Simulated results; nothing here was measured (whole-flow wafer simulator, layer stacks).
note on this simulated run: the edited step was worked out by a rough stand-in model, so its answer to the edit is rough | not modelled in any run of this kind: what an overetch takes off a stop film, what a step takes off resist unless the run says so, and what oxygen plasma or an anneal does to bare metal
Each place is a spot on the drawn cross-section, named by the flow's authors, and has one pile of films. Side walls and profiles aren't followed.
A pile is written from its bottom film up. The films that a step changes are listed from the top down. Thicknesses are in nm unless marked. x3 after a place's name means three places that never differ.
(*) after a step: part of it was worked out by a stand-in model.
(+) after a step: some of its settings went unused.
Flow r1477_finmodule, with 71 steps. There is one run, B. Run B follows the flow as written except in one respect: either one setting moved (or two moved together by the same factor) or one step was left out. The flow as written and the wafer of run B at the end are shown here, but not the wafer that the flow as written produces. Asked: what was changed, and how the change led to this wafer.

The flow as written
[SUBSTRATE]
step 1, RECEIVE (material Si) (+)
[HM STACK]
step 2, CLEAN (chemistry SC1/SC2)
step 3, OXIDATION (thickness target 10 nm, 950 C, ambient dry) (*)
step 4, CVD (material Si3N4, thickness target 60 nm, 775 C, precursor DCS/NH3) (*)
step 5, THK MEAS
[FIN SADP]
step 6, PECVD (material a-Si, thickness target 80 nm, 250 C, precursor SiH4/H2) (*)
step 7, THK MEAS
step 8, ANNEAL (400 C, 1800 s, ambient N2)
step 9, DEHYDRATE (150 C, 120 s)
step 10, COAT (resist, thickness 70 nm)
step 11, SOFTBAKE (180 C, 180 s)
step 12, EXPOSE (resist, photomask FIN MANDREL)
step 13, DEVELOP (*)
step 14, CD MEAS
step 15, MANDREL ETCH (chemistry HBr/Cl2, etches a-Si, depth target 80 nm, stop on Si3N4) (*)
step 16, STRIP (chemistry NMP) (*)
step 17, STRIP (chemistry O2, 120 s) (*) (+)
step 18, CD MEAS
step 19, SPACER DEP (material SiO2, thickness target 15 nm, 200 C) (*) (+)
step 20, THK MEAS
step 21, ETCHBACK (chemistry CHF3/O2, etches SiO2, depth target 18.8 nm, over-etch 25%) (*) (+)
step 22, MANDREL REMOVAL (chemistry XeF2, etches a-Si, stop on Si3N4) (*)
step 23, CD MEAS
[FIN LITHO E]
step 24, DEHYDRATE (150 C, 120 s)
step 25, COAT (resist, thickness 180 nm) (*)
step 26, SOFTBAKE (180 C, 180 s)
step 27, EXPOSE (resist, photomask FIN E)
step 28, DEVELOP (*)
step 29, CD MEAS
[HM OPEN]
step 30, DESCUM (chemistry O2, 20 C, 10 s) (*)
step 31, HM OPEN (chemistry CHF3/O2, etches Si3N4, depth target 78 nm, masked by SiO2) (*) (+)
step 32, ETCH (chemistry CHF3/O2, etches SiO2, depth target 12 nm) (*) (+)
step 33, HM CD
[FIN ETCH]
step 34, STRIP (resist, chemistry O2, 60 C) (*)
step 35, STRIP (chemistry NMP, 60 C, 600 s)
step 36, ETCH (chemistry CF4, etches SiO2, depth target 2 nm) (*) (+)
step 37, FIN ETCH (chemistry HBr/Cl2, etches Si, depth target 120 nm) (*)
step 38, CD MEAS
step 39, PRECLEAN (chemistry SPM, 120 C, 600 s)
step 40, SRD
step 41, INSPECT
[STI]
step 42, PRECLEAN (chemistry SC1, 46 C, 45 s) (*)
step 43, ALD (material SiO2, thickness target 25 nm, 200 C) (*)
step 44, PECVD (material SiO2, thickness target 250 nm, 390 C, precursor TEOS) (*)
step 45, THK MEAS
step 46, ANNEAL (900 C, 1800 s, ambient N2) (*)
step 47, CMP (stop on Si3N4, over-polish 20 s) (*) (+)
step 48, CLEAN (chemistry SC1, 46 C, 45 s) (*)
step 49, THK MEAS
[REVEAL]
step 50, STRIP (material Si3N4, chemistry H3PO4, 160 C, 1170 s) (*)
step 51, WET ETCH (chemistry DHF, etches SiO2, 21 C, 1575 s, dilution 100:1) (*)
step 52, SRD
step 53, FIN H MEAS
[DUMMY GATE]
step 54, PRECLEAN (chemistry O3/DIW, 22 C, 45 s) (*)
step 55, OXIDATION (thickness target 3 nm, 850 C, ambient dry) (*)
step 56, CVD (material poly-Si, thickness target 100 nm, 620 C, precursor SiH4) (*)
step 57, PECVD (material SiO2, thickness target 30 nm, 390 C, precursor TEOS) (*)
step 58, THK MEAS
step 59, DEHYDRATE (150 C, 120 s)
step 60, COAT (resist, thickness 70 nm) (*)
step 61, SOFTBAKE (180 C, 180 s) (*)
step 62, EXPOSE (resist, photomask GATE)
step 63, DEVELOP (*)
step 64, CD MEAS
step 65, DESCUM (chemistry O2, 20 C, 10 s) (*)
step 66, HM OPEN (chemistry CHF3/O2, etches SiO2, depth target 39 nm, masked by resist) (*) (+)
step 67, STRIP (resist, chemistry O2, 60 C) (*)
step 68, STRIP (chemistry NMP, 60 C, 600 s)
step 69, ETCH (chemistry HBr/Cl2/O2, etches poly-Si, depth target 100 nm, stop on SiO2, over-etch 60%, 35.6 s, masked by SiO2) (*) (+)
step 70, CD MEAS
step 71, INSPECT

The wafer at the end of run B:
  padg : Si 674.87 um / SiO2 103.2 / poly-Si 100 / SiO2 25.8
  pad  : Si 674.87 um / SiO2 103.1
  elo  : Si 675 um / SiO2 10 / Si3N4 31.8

The reason: step 69, ETCH: depth target 79 nm was run, while the flow as written has depth target 100 nm; step 69, ETCH: 28.1 s was run, where the flow has 35.6 s.

The path from the change to this, step by step:
  step 69, ETCH (chemistry HBr/Cl2/O2, etches poly-Si, depth target 100 nm, stop on SiO2, over-etch 60%, 35.6 s, masked by SiO2) (*) (+)
      padg, elg, esg and 15 more: -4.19 SiO2 (in the flow as written it would be: -5.3 SiO2)
